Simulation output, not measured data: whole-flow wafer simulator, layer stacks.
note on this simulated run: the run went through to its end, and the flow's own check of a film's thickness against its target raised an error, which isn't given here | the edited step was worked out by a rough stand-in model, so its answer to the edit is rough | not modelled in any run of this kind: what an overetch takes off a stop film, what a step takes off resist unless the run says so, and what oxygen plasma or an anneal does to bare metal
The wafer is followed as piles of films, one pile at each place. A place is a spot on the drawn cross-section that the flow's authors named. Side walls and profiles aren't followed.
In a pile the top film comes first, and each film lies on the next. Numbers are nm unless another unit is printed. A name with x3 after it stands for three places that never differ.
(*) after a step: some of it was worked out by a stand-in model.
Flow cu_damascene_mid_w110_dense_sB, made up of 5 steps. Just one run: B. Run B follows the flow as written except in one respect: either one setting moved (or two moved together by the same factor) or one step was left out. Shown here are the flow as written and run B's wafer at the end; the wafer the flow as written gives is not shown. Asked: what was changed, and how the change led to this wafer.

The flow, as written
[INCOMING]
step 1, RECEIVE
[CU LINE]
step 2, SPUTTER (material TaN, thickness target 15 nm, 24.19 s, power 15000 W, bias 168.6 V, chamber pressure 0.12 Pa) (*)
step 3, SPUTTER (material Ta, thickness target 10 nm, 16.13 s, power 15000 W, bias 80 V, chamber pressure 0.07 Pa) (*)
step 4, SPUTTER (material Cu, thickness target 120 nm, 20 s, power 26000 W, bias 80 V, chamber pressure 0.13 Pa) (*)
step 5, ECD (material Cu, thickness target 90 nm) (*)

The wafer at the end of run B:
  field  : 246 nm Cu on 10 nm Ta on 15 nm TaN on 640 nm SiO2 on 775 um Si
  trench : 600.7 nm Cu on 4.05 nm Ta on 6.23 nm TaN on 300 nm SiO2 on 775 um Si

Cause: step 5, ECD: thickness target 126 nm was run, while the flow as written has thickness target 90 nm.

How this came from the change, step by step:
  step 5, ECD (material Cu, thickness target 90 nm) (*)
      field: +126 Cu (in the flow as written it would be: +90 Cu)
      trench: +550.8 Cu (in the flow as written it would be: +514.8 Cu)
